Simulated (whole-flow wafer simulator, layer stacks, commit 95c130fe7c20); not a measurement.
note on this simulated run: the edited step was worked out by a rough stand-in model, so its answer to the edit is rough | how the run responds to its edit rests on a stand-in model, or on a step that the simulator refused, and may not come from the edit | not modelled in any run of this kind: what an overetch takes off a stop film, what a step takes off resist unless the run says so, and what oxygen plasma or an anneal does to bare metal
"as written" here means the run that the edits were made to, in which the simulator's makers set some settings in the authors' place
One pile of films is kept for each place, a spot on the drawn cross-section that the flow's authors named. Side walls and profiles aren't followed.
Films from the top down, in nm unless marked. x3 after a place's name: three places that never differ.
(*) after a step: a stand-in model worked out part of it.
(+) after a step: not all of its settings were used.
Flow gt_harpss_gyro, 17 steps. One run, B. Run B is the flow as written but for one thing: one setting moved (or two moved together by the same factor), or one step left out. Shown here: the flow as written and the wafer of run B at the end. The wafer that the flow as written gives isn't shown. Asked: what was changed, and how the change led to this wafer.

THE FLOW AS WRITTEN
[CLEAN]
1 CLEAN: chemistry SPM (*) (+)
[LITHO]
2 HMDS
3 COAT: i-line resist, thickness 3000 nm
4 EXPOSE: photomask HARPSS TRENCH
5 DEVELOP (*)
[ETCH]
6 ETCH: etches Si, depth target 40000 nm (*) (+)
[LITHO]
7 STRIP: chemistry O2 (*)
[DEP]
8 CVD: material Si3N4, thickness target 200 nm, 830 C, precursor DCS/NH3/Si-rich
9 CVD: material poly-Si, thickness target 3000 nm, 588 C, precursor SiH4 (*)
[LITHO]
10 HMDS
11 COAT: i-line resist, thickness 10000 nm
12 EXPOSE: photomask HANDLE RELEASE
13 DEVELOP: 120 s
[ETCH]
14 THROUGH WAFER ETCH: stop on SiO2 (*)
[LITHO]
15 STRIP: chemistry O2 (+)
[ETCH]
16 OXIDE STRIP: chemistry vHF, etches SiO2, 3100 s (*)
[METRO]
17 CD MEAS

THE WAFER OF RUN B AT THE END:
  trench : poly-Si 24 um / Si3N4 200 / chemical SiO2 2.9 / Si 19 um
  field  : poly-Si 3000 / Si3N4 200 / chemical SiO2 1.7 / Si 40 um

The cause: step 6, ETCH: depth target 21000 nm was run, where the flow has depth target 40000 nm.

How the change led to this, step by step:
  6 ETCH: etches Si, depth target 40000 nm (*) (+)
      trench: chemical SiO2 -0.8 (all of it), Si -21 um (as written it would be: chemical SiO2 -0.8 (all of it), Si -40 um (all of it))
      field: i-line resist -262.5 (as written it would be: i-line resist -500)
  7 STRIP: chemistry O2 (*)
      trench: chemical SiO2 +2.9 (new film), Si -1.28 (as written it would be: nothing)
      field: i-line resist -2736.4 (all of it), chemical SiO2 +0.9, Si -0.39 (as written it would be: i-line resist -2498.9 (all of it), chemical SiO2 +0.87, Si -0.38)
  8 CVD: material Si3N4, thickness target 200 nm, 830 C, precursor DCS/NH3/Si-rich
      trench: Si3N4 +200 (new film) (as written it would be: Si3N4 +195.9 (new film))
  9 CVD: material poly-Si, thickness target 3000 nm, 588 C, precursor SiH4 (*)
      trench: poly-Si +24 um (new film) (as written it would be: poly-Si +43.01 um (new film))
